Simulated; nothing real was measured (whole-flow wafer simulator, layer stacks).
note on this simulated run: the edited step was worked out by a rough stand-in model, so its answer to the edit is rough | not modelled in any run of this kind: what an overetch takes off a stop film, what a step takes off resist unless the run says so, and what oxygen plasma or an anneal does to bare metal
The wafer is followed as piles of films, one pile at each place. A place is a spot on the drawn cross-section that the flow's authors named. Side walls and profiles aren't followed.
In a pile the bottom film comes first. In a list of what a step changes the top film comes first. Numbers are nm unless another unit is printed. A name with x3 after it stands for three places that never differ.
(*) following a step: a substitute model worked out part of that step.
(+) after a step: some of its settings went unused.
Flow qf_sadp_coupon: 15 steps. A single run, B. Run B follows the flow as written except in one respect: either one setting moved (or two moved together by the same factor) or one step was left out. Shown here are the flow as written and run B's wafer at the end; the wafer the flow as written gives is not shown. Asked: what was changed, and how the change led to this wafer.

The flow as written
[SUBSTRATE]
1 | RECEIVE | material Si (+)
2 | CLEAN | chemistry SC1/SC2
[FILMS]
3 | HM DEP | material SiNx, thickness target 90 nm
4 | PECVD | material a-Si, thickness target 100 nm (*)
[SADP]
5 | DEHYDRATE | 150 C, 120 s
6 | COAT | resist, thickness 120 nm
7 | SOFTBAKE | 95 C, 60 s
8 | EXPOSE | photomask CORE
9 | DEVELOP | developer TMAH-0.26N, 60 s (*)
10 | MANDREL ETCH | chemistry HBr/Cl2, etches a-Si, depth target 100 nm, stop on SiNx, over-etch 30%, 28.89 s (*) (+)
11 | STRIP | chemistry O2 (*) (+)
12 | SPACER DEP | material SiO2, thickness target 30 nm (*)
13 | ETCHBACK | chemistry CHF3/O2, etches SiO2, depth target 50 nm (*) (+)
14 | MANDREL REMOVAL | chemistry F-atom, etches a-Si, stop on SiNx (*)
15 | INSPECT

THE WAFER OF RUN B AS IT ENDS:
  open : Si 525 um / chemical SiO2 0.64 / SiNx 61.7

Cause: step 4, PECVD: thickness target 65 nm was run, whereas the flow has thickness target 100 nm.

The path from the change to this, step by step:
  4 | PECVD | material a-Si, thickness target 100 nm (*)
      m, open: +65 a-Si (new film) (it would be, as written: +100 a-Si (new film))
  10 | MANDREL ETCH | chemistry HBr/Cl2, etches a-Si, depth target 100 nm, stop on SiNx, over-etch 30%, 28.89 s (*) (+)
      open: -65 a-Si (all of it), -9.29 SiNx (it would be, as written: -100 a-Si (all of it), -4.29 SiNx)
  14 | MANDREL REMOVAL | chemistry F-atom, etches a-Si, stop on SiNx (*)
      m: -60.8 a-Si (all of it) (it would be, as written: -95.8 a-Si (all of it))
